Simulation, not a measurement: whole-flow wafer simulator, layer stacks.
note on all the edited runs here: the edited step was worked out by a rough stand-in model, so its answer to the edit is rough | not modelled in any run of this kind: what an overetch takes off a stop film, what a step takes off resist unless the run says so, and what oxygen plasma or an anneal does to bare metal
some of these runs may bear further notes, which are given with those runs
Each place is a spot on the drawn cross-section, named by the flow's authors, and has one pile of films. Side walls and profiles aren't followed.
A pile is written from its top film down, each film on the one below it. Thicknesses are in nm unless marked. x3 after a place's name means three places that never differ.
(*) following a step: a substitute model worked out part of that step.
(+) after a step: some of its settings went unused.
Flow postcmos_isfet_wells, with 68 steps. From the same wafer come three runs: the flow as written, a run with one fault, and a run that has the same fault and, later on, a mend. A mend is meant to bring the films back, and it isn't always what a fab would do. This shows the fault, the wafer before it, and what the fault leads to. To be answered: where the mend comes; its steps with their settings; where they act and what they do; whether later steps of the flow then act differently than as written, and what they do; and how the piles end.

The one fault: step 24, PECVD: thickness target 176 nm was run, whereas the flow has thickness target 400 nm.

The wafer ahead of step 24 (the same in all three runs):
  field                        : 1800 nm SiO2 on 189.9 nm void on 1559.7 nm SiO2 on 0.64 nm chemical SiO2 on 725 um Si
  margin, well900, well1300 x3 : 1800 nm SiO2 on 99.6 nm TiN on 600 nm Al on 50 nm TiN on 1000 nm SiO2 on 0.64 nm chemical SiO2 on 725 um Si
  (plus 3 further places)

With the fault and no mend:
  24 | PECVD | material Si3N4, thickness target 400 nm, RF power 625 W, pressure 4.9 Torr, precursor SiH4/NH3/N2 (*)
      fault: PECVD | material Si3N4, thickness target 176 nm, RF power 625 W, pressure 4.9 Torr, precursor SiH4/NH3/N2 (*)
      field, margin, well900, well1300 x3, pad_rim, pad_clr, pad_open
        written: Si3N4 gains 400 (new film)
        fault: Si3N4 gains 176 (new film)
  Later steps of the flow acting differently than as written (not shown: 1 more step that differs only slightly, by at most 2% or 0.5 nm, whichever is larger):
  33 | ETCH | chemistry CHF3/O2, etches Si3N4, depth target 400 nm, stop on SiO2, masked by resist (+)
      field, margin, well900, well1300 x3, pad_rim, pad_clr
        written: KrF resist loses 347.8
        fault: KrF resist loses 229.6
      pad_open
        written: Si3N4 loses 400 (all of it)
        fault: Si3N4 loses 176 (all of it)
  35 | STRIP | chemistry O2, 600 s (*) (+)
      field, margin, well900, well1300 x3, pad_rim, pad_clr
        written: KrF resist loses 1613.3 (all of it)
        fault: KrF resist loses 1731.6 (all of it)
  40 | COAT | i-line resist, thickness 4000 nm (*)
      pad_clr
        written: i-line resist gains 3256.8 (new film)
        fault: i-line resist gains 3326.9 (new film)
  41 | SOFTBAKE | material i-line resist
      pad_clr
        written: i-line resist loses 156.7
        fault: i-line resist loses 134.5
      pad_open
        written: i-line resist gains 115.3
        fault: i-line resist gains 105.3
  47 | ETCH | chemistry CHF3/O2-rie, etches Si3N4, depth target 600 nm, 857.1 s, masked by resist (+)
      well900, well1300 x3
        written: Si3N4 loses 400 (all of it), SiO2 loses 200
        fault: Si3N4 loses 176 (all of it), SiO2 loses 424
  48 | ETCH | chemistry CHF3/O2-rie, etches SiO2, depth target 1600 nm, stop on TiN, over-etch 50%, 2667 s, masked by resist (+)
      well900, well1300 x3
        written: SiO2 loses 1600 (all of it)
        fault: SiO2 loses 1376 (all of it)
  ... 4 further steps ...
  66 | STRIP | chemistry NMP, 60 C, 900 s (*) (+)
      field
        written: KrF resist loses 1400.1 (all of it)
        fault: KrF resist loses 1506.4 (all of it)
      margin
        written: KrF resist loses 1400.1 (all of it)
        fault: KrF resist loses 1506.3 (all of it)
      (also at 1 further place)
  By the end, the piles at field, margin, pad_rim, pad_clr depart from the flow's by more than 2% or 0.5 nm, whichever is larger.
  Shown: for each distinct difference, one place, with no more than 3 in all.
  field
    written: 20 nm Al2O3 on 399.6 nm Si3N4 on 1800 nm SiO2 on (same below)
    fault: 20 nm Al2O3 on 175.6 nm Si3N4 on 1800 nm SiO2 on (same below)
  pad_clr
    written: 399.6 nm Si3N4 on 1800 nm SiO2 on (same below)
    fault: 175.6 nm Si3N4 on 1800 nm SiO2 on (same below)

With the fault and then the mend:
  After step 24 comes the mend.
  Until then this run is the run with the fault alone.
  24a | PECVD | material Si3N4, thickness target 224 nm, RF power 625 W, pressure 4.9 Torr, precursor SiH4/NH3/N2 (*) (a further turn of the flow's step 24, with different settings)
      field, margin, well900, well1300 x3, pad_rim, pad_clr, pad_open
        Si3N4 gains 224
  Every later step of the flow that is run acts as written at every place that is followed.
  By the end, the piles equal the flow's at every place that both follow.
